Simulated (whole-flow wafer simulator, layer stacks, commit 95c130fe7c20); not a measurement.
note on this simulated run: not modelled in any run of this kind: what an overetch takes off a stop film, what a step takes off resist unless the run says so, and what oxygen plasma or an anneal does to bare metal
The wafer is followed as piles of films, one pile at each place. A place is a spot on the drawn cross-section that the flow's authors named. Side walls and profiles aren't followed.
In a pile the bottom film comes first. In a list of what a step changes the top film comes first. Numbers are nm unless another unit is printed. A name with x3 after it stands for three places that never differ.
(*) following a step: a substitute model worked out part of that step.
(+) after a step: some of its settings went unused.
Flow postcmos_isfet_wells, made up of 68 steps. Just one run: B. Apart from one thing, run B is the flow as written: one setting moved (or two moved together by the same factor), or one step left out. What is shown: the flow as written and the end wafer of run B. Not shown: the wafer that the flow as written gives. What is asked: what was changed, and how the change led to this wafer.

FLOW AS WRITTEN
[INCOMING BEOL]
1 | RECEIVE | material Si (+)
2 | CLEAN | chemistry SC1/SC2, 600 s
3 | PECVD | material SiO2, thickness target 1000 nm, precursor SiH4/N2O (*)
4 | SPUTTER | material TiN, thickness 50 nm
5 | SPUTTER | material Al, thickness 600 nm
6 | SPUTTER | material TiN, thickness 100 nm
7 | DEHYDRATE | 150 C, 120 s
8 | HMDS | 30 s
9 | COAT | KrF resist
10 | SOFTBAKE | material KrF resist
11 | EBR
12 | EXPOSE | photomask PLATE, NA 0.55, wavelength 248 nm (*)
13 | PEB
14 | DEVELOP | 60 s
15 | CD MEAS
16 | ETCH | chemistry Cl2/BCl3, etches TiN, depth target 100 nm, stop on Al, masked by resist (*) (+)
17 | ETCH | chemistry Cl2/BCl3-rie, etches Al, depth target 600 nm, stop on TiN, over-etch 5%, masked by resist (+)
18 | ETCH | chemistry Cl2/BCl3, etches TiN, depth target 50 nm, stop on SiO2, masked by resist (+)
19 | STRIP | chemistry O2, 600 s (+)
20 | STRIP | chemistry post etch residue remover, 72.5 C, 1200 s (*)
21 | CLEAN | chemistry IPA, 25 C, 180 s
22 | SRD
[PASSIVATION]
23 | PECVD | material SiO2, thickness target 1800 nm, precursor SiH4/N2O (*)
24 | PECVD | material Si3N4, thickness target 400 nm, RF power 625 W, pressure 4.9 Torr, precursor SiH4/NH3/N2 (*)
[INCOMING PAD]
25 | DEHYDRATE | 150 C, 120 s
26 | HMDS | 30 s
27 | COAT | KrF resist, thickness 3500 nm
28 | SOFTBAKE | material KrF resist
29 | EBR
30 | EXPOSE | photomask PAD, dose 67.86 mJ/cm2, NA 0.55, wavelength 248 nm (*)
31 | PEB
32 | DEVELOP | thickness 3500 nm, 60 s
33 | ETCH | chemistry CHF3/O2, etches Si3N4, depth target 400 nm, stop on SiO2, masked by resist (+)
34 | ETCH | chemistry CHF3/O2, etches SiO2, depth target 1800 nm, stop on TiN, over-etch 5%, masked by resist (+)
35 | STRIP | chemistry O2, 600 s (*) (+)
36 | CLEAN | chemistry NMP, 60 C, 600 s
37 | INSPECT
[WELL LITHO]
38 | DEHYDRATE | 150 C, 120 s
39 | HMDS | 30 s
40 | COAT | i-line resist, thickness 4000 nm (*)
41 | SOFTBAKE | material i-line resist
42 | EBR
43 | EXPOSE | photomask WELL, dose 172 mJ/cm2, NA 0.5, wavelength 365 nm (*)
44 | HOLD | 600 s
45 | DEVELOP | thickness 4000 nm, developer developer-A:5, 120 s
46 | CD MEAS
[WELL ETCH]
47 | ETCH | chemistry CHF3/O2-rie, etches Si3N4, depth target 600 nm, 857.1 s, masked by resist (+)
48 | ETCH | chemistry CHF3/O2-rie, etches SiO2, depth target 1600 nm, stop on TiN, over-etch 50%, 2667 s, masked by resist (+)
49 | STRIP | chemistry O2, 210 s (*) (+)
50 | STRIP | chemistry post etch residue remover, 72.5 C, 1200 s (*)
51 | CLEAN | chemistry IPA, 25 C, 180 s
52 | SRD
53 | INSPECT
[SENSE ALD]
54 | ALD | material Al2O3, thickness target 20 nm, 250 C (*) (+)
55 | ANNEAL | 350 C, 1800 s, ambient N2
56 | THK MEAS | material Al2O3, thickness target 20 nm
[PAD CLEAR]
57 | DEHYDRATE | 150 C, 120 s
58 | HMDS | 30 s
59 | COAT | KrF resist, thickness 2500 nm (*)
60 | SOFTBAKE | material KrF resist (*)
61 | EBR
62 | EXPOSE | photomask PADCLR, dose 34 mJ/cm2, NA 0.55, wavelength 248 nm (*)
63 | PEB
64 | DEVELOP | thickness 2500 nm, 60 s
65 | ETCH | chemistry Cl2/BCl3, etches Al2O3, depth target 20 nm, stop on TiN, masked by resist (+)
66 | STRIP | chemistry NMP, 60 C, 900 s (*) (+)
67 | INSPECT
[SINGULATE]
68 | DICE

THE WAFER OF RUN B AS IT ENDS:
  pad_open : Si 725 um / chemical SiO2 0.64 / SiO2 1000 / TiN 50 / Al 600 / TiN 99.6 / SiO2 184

What caused this: step 34, ETCH: depth target 1616 nm was run, while the flow as written has depth target 1800 nm.

Step by step, how the change led to this:
  34 | ETCH | chemistry CHF3/O2, etches SiO2, depth target 1800 nm, stop on TiN, over-etch 5%, masked by resist (+)
      pad_open: SiO2 loses 1616 (it would be, as written: SiO2 loses 1800 (all of it))
      field, margin, well900, well1300, well2000, well3000, pad_rim, pad_clr: KrF resist loses 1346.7 (it would be, as written: KrF resist loses 1500)
  35 | STRIP | chemistry O2, 600 s (*) (+)
      field, margin, well900, well1300, well2000, well3000, pad_rim, pad_clr: KrF resist loses 1791.8 (all of it) (it would be, as written: KrF resist loses 1638.4 (all of it))
  41 | SOFTBAKE | material i-line resist
      pad_clr: i-line resist loses 138.4 (it would be, as written: i-line resist loses 156.7)
      pad_open: i-line resist gains 107.1 (it would be, as written: i-line resist gains 115.3)
  49 | STRIP | chemistry O2, 210 s (*) (+)
      pad_clr: i-line resist loses 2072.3 (all of it) (it would be, as written: i-line resist loses 1996.5 (all of it))
  59 | COAT | KrF resist, thickness 2500 nm (*)
      pad_rim: KrF resist gains 2018.3 (new film) (it would be, as written: KrF resist gains 1976.4 (new film))
      pad_clr: KrF resist gains 1753.4 (new film) (it would be, as written: KrF resist gains 1691.6 (new film))
  60 | SOFTBAKE | material KrF resist (*)
      pad_clr: KrF resist loses 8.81 (it would be, as written: KrF resist loses 9.57)
  64 | DEVELOP | thickness 2500 nm, 60 s
      pad_clr: KrF resist loses 1744.6 (all of it) (it would be, as written: KrF resist loses 1682 (all of it))
  66 | STRIP | chemistry NMP, 60 C, 900 s (*) (+)
      pad_rim: KrF resist loses 1979.4 (all of it) (it would be, as written: KrF resist loses 1937.7 (all of it))
